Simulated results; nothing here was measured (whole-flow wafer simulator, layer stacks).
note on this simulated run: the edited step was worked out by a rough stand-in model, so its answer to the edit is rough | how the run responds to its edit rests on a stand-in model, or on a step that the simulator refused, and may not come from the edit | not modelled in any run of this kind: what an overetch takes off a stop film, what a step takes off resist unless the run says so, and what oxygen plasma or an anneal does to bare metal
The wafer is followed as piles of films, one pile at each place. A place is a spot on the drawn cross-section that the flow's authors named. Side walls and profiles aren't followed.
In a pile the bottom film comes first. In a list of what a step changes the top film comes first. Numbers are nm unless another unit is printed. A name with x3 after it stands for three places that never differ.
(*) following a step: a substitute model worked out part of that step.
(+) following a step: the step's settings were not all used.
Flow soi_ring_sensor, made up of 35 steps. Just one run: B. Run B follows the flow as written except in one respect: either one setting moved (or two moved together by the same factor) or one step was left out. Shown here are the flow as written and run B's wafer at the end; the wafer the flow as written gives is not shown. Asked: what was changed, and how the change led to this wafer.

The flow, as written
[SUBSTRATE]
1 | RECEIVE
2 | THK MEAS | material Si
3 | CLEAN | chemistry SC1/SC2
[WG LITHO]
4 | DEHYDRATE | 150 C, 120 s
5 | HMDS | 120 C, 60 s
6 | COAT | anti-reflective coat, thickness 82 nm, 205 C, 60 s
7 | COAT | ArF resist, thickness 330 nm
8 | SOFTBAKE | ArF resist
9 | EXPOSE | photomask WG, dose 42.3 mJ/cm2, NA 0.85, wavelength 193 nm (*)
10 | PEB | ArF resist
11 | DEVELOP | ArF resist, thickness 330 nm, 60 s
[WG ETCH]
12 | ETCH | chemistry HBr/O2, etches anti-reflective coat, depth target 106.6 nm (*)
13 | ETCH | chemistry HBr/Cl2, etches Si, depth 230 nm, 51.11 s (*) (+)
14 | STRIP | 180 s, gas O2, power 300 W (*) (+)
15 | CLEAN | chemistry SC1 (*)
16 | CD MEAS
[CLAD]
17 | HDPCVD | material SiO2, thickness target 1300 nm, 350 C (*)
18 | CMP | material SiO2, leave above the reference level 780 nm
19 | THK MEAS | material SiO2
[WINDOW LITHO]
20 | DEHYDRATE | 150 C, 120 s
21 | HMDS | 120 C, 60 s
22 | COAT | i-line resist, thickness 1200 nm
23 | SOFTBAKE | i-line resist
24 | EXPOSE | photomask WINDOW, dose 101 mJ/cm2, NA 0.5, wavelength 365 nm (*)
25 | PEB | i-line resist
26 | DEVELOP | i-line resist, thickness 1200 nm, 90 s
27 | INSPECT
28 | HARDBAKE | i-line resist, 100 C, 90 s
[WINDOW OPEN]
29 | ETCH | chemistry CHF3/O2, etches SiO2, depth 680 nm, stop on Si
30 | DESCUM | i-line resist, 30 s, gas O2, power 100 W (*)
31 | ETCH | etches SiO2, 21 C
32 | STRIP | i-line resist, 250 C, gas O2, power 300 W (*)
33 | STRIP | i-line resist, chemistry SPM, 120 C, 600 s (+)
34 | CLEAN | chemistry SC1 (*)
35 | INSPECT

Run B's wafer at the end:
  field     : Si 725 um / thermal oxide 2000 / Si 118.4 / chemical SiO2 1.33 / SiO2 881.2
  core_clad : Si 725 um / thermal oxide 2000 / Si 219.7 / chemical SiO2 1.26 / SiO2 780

What caused this: step 13, ETCH: depth 101 nm was run, whereas the flow has depth 230 nm; step 13, ETCH: 22.49 s was run, where the flow has 51.11 s.

How this came from the change, step by step:
  13 | ETCH | chemistry HBr/Cl2, etches Si, depth 230 nm, 51.11 s (*) (+)
      gap, window, field, gap_clad: Si loses 101 (it would be, as written: Si loses 220 (all of it), thermal oxide loses 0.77)
      core, core_clad: ArF resist loses 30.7 (it would be, as written: ArF resist loses 69.7)
  14 | STRIP | 180 s, gas O2, power 300 W (*) (+)
      gap, window, field, gap_clad: chemical SiO2 gains 1.33 (new film), Si loses 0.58 (it would be, as written: nothing)
      core, core_clad: ArF resist loses 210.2 (all of it), anti-reflective coat loses 82 (all of it), chemical SiO2 gains 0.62, Si loses 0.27 (it would be, as written: ArF resist loses 171.2 (all of it), anti-reflective coat loses 82 (all of it), chemical SiO2 gains 0.63, Si loses 0.28)
  18 | CMP | material SiO2, leave above the reference level 780 nm
      gap, window, field, gap_clad: SiO2 loses 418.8 (it would be, as written: SiO2 loses 298.2)
